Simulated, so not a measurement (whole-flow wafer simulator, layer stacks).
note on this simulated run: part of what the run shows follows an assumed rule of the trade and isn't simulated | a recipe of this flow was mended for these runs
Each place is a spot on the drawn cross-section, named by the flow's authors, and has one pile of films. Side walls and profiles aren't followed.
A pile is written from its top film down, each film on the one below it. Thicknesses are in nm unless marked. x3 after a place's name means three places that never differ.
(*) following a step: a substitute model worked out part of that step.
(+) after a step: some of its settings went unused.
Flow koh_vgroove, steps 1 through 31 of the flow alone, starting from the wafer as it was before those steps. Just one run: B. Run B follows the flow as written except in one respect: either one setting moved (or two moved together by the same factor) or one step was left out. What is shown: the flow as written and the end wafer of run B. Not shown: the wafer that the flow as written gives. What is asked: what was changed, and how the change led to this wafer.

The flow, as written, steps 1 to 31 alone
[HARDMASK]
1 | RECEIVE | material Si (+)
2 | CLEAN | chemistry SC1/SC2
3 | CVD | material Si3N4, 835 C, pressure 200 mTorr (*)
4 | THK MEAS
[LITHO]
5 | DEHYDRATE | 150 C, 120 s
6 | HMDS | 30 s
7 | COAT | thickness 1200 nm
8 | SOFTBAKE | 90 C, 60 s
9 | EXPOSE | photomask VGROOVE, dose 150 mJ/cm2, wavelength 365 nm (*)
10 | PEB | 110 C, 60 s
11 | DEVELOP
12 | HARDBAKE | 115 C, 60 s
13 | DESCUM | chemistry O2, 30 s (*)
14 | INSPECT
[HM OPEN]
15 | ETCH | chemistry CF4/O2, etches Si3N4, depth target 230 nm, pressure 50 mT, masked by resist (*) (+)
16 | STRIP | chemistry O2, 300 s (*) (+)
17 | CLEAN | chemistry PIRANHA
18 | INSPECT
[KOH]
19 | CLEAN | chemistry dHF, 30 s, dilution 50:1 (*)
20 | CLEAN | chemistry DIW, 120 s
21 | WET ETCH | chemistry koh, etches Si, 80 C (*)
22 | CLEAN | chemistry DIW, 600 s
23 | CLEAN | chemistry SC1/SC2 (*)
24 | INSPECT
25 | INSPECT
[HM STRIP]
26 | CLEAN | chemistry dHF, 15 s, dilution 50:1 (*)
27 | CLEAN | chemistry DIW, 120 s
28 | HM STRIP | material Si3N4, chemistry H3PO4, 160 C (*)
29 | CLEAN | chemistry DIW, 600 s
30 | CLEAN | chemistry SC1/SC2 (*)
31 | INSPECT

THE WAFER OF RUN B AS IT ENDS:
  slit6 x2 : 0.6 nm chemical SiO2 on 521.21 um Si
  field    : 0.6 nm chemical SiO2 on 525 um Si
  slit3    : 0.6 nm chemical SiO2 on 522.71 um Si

What caused this: step 3, CVD: pressure 154 mTorr was run, though the flow has pressure 200 mTorr.

The path from the change to this, step by step:
  3 | CVD | material Si3N4, 835 C, pressure 200 mTorr (*)
      field, slit3, slit2, slit6 x2: +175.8 Si3N4 (new film) (it would be, as written: +200 Si3N4 (new film))
  15 | ETCH | chemistry CF4/O2, etches Si3N4, depth target 230 nm, pressure 50 mT, masked by resist (*) (+)
      slit3, slit2, slit6 x2: -175.8 Si3N4 (all of it), -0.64 chemical SiO2 (all of it), -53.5 Si (it would be, as written: -200 Si3N4 (all of it), -0.64 chemical SiO2 (all of it), -29.4 Si)
  28 | HM STRIP | material Si3N4, chemistry H3PO4, 160 C (*)
      field: -174.6 Si3N4 (all of it), -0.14 chemical SiO2, -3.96 Si (it would be, as written: -198.7 Si3N4 (all of it), -0.14 chemical SiO2, -2.75 Si)
